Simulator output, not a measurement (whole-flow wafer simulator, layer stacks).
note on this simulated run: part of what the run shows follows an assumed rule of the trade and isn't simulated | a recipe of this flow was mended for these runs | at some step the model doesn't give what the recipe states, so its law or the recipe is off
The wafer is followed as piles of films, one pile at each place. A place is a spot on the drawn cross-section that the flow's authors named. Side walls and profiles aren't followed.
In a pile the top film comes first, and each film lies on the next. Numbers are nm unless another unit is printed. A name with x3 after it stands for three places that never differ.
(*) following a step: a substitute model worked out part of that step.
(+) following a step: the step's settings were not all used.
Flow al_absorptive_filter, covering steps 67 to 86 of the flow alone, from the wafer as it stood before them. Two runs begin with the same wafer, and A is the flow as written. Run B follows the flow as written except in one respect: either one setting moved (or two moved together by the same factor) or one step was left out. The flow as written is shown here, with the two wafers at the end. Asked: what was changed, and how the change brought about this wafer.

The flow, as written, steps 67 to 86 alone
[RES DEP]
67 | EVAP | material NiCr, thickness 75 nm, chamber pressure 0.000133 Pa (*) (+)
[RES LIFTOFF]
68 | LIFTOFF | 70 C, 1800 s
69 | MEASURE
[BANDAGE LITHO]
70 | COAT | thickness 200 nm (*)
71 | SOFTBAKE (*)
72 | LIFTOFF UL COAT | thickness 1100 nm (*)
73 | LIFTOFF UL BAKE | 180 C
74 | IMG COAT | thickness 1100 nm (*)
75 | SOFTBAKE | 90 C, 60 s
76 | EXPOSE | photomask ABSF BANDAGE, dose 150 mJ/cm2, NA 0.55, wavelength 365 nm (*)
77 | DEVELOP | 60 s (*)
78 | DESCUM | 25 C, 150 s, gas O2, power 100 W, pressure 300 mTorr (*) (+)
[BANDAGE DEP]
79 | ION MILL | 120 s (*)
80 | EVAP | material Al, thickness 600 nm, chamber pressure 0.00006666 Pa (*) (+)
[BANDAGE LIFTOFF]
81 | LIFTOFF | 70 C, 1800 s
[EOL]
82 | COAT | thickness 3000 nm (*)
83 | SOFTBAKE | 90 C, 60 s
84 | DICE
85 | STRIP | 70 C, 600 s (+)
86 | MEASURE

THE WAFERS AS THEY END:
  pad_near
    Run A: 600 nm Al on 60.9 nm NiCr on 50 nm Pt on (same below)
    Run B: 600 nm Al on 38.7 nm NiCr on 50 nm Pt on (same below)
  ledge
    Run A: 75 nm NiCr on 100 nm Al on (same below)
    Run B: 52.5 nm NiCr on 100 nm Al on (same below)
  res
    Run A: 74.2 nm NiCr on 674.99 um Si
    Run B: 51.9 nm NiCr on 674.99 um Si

What caused this: step 67, EVAP: thickness 52.5 nm was run, though the flow has thickness 75 nm.
The wafer lets one read it off: ledge has NiCr 52.5, and step 67 as written asks for 75 nm.

How this came from the change, step by step:
  67 | EVAP | material NiCr, thickness 75 nm, chamber pressure 0.000133 Pa (*) (+)
      gnd, pad_far, ledge and 9 more: A NiCr gains 75 (new film) | B NiCr gains 52.5 (new film)
      pad_near: A NiCr gains 74.2 (new film) | B NiCr gains 52 (new film)
      (and at 1 other place as well)
  68 | LIFTOFF | 70 C, 1800 s
      xa_field, xl_land, idc_field: A NiCr loses 75 (all of it), i-line-resist loses 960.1 (all of it), lift-off-underlayer loses 1100 (all of it), acrylic-e-beam-resist loses 200 (all of it) | B NiCr loses 52.5 (all of it), i-line-resist loses 960.1 (all of it), lift-off-underlayer loses 1100 (all of it), acrylic-e-beam-resist loses 200 (all of it)
      gnd: A NiCr loses 75 (all of it), i-line-resist loses 959.5 (all of it), lift-off-underlayer loses 1100.9 (all of it), acrylic-e-beam-resist loses 200.6 (all of it) | B NiCr loses 52.5 (all of it), i-line-resist loses 959.5 (all of it), lift-off-underlayer loses 1100.9 (all of it), acrylic-e-beam-resist loses 200.6 (all of it)
      (and at 7 other places as well)
  83 | SOFTBAKE | 90 C, 60 s
      gnd: A i-line-resist gains 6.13 | B i-line-resist gains 5.44
      pad_near: A i-line-resist loses 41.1 | B i-line-resist loses 39.8
      (and at 2 other places as well)
